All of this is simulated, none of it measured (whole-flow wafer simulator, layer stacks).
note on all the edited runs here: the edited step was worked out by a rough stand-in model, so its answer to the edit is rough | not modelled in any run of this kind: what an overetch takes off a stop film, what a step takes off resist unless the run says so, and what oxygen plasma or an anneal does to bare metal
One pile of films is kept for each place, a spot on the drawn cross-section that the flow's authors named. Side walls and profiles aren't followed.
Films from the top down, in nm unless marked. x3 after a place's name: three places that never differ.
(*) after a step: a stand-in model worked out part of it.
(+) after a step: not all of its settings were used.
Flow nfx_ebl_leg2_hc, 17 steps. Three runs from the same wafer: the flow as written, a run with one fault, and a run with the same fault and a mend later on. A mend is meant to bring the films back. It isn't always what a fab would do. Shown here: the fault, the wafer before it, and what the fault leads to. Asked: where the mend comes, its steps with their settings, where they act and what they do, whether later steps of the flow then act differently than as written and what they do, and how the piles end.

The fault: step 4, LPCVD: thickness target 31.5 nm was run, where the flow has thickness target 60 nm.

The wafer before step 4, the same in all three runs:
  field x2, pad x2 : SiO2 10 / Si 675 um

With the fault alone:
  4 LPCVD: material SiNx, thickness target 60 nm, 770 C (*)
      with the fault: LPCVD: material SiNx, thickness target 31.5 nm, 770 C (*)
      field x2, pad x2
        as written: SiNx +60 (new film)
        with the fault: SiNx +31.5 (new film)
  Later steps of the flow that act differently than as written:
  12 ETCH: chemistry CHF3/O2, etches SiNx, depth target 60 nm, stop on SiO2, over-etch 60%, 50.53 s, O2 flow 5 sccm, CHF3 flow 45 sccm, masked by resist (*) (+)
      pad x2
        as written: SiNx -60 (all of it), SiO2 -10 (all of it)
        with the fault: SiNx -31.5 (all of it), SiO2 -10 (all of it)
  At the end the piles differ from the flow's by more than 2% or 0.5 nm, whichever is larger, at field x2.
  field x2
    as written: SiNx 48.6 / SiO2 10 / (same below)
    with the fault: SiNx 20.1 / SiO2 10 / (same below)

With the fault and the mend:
  The mend comes after step 5.
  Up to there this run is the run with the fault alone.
  5a LPCVD: material SiNx, thickness target 28.5 nm, 770 C (*) (the flow's step 4 once more, with other settings)
      field x2, pad x2
        SiNx +28.5
  No later step of the flow acts differently than as written at any place that is followed.
  At the end the piles are the same as the flow's at every place that both follow.
